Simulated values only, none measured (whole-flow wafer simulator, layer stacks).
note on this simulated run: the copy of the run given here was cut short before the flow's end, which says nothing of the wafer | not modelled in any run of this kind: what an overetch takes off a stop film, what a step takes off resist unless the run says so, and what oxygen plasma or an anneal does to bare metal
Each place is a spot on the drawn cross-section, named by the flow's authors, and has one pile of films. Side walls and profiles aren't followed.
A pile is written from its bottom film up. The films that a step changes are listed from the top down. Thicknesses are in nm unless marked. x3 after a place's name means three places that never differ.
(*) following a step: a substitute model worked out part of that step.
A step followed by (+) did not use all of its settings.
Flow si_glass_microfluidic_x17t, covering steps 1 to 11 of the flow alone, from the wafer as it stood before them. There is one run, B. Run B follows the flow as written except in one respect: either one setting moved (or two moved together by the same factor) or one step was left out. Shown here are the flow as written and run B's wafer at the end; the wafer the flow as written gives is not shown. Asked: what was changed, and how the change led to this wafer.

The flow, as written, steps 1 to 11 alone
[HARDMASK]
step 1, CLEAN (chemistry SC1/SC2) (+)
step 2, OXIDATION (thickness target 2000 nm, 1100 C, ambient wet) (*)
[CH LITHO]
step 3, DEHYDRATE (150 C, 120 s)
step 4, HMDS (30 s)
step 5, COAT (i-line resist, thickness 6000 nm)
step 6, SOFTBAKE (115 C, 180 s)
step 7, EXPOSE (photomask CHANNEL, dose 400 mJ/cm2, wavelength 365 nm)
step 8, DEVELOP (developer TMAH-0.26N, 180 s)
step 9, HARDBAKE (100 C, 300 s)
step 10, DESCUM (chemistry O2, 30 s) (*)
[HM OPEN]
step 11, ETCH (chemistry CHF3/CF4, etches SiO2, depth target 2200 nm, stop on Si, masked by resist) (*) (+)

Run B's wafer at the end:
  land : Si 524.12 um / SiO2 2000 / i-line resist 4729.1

The reason: step 5, COAT: thickness 6600 nm was run, though the flow has thickness 6000 nm.

How this came from the change, step by step:
  step 5, COAT (i-line resist, thickness 6000 nm)
      land, tr110 x3: +6600 i-line resist (new film) (it would be, as written: +6000 i-line resist (new film))
  step 8, DEVELOP (developer TMAH-0.26N, 180 s)
      tr110 x3: -6600 i-line resist (all of it) (it would be, as written: -6000 i-line resist (all of it))
  step 9, HARDBAKE (100 C, 300 s)
      land: -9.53 i-line resist (it would be, as written: -7.06 i-line resist)
